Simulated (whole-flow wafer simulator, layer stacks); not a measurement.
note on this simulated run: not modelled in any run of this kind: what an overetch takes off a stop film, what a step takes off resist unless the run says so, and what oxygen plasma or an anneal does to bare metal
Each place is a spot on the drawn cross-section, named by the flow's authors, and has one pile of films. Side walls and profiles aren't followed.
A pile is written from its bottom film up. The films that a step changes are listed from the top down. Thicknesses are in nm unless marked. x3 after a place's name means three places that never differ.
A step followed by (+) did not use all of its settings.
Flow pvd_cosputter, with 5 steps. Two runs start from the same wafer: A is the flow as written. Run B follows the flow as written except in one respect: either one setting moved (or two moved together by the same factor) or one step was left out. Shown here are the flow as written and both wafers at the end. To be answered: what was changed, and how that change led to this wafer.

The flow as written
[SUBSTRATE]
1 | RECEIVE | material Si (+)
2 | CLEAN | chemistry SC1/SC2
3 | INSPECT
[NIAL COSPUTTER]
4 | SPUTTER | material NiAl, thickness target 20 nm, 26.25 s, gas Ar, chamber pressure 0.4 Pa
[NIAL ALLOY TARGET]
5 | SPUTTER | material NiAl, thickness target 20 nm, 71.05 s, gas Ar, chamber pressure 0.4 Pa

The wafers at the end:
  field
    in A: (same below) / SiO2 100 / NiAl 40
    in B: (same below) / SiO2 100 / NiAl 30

What caused this: step 5, SPUTTER: thickness target 10 nm was run, though the flow has thickness target 20 nm.

Step by step, how the change led to this:
  5 | SPUTTER | material NiAl, thickness target 20 nm, 71.05 s, gas Ar, chamber pressure 0.4 Pa
      field: A NiAl gains 20 | B NiAl gains 10
